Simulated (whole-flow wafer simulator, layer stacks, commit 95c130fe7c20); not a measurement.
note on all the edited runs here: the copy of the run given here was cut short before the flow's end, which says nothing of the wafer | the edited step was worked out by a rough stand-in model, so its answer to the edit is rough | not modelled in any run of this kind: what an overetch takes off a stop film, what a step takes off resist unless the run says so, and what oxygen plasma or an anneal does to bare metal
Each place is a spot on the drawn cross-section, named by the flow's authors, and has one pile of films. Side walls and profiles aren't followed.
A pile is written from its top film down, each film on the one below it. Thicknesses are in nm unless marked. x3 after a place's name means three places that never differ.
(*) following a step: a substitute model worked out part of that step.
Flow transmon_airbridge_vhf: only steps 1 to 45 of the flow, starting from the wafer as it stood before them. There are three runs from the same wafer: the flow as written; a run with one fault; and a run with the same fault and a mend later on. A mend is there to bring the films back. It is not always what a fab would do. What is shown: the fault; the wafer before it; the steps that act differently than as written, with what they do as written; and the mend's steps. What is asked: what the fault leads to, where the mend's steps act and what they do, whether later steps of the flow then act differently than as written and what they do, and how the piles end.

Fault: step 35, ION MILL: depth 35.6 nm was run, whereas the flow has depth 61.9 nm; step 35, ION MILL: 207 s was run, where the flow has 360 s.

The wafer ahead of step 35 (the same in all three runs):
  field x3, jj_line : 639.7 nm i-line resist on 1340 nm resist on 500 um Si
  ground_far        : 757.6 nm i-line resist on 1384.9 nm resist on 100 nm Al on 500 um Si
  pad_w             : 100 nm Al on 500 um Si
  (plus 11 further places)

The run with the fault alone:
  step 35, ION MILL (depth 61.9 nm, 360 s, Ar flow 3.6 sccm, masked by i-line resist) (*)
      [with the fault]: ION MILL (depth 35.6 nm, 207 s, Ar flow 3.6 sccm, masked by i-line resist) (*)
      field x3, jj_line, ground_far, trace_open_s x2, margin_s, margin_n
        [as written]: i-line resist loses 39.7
        [with the fault]: i-line resist loses 22.8
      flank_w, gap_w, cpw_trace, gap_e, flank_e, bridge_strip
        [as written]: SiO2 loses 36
        [with the fault]: SiO2 loses 20.7
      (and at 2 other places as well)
  Steps further on in the flow that do not act as written (3 other steps are not shown; they differ only slightly, by no more than 2% or 0.5 nm, whichever is larger):
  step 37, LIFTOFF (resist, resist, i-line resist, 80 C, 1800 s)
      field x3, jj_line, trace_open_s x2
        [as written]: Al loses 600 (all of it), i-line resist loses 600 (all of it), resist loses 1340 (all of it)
        [with the fault]: Al loses 600 (all of it), i-line resist loses 616.9 (all of it), resist loses 1340 (all of it)
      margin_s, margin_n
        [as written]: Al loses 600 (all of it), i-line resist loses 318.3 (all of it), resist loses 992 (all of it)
        [with the fault]: Al loses 600 (all of it), i-line resist loses 335.2 (all of it), resist loses 992 (all of it)
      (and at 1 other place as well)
  The piles end different from the flow's at pad_w, pad_e by more than 2% or 0.5 nm, whichever is larger.
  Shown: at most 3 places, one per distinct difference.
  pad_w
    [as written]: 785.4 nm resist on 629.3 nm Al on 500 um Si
    [with the fault]: 781.2 nm resist on 655.7 nm Al on 500 um Si

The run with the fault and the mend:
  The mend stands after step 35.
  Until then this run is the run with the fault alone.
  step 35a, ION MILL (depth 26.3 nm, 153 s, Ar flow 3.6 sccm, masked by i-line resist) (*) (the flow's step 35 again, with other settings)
      field x3, jj_line, ground_far, trace_open_s x2, margin_s, margin_n
        i-line resist loses 16.9
      flank_w, gap_w, cpw_trace, gap_e, flank_e, bridge_strip
        SiO2 loses 15.3
      pad_w, pad_e
        Al loses 26.3
  Every later step of the flow that is run acts as written at every place that is followed.
  At the end the piles are close to the flow's at the places that both follow, differing by at most 2% or 0.5 nm, whichever is larger.
